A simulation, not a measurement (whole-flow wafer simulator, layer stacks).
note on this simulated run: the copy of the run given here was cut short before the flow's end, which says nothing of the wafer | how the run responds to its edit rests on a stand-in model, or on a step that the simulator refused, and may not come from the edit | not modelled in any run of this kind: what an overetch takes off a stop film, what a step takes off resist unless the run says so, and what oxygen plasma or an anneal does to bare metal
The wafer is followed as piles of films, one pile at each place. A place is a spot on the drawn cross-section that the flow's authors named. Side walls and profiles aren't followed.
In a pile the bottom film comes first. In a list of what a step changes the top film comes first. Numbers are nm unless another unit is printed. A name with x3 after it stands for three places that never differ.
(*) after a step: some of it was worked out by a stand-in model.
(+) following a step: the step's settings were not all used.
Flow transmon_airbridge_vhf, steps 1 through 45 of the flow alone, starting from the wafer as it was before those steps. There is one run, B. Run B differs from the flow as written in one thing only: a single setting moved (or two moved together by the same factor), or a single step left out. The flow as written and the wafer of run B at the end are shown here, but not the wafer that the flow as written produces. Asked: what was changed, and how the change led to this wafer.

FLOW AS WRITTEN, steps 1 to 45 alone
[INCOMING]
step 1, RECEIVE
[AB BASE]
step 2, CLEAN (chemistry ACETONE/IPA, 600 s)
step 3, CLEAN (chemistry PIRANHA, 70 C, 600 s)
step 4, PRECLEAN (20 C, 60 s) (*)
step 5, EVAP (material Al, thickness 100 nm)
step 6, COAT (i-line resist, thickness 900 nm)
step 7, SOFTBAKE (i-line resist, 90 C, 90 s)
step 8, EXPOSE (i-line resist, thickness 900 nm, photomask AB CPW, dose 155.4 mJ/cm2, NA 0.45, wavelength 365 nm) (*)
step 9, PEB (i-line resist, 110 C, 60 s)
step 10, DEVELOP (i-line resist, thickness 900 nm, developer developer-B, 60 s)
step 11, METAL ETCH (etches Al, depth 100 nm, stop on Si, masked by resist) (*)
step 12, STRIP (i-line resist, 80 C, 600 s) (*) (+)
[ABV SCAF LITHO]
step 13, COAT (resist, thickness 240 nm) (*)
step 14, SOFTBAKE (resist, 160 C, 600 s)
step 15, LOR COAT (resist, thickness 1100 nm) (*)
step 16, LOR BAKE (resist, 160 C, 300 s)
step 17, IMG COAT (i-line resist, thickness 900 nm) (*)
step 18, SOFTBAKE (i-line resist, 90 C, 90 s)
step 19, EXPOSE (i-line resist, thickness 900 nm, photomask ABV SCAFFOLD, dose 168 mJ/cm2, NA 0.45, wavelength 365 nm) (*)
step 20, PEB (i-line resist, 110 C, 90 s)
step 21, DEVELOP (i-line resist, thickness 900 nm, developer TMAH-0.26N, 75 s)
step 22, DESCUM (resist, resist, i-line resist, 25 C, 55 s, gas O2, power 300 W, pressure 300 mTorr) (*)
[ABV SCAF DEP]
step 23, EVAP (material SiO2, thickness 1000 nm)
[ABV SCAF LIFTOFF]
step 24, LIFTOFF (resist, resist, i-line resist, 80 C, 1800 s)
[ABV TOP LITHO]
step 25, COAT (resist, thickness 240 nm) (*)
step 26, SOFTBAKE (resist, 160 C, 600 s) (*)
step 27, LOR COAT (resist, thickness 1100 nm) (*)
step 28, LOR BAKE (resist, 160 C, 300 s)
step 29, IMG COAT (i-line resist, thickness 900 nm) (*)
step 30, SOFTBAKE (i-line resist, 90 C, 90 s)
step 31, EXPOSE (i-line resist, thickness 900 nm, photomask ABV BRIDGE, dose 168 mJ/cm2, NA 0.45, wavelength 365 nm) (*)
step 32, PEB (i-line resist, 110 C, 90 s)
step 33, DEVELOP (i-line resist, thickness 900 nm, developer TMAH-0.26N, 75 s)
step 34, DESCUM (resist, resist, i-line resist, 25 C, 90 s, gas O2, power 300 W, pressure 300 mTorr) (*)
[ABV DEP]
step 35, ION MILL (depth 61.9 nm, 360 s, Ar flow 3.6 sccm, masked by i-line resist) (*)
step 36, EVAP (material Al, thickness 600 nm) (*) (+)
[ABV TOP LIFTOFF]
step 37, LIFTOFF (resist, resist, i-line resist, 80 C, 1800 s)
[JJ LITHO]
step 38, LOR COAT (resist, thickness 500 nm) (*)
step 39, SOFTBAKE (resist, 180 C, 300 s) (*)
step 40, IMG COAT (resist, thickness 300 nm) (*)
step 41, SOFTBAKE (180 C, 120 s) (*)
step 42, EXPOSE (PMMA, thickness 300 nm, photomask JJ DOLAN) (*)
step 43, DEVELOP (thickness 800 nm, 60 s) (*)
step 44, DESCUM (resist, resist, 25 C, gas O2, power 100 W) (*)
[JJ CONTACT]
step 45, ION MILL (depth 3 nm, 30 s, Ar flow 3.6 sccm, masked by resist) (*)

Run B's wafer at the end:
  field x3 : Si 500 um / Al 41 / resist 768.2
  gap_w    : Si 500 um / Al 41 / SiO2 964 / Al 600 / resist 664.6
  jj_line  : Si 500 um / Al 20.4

What caused this: step 5, EVAP: thickness 141 nm was run, while the flow as written has thickness 100 nm.

Step by step, how the change led to this:
  step 5, EVAP (material Al, thickness 100 nm)
      field x3, jj_line, ground_far and 12 more: Al gains 141 (new film) (in the flow as written it would be: Al gains 100 (new film))
  step 11, METAL ETCH (etches Al, depth 100 nm, stop on Si, masked by resist) (*)
      field x3, jj_line, gap_w, gap_e: Al loses 100 (in the flow as written it would be: Al loses 100 (all of it))
  step 45, ION MILL (depth 3 nm, 30 s, Ar flow 3.6 sccm, masked by resist) (*)
      jj_line: Al loses 20.6 (in the flow as written it would be: Si loses 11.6)
With metal films that touch counted as one body, field x3 has 1 body; the flow as written gives 0 bodies.
With metal films that touch counted as one body, gap_w has 2 bodies (between them, from the top down: SiO2 964); the flow as written gives 1 body.
With metal films that touch counted as one body, jj_line has 1 body; the flow as written gives 0 bodies.
